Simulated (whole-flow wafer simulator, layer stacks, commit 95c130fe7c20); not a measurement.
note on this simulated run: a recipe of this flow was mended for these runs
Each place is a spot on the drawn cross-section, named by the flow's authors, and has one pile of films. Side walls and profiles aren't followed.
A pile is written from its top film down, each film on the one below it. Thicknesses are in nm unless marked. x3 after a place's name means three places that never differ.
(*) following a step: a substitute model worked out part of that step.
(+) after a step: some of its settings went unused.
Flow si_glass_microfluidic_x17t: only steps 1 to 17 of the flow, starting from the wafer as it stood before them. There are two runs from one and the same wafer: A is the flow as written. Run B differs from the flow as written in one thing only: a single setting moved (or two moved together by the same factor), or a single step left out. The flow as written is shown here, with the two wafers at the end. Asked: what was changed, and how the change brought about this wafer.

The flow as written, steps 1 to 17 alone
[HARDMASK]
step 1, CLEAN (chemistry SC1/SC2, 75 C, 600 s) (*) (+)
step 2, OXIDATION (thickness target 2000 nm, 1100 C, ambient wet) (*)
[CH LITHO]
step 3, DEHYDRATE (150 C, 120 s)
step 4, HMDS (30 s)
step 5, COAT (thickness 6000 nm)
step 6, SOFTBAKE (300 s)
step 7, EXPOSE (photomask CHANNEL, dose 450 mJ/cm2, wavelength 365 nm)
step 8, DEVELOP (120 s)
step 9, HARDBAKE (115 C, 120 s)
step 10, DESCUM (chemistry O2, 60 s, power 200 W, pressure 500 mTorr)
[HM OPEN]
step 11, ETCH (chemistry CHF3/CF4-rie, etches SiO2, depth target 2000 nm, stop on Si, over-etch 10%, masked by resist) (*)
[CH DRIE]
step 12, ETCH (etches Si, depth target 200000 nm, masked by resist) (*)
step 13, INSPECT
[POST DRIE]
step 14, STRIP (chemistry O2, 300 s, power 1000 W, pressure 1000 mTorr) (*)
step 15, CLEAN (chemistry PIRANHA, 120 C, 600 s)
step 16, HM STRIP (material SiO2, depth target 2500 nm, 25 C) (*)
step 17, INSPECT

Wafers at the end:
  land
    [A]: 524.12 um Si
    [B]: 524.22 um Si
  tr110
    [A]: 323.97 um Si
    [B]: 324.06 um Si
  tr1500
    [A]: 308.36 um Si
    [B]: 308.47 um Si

What caused this: step 2, OXIDATION: thickness target 1760 nm was run, while the flow as written has thickness target 2000 nm.

The path from the change to this, step by step:
  step 2, OXIDATION (thickness target 2000 nm, 1100 C, ambient wet) (*)
      land, tr110, tr1500, tr15: A SiO2 gains 2000 (new film), chemical SiO2 loses 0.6 (all of it), Si loses 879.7 | B SiO2 gains 1760 (new film), chemical SiO2 loses 0.6 (all of it), Si loses 774.1
  step 11, ETCH (chemistry CHF3/CF4-rie, etches SiO2, depth target 2000 nm, stop on Si, over-etch 10%, masked by resist) (*)
      tr110, tr1500, tr15: A SiO2 loses 2000 (all of it), Si loses 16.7 | B SiO2 loses 1760 (all of it), Si loses 36.7
      land: A thick-i-line-resist loses 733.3 | B thick-i-line-resist loses 645.3
  step 12, ETCH (etches Si, depth target 200000 nm, masked by resist) (*)
      tr1500: A Si loses 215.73 um | B Si loses 215.71 um
      tr15: A Si loses 149.99 um | B Si loses 150.04 um
  step 14, STRIP (chemistry O2, 300 s, power 1000 W, pressure 1000 mTorr) (*)
      land: A thick-i-line-resist loses 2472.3 (all of it) | B thick-i-line-resist loses 2560.6 (all of it)
  step 16, HM STRIP (material SiO2, depth target 2500 nm, 25 C) (*)
      land: A SiO2 loses 2000 (all of it) | B SiO2 loses 1760 (all of it)
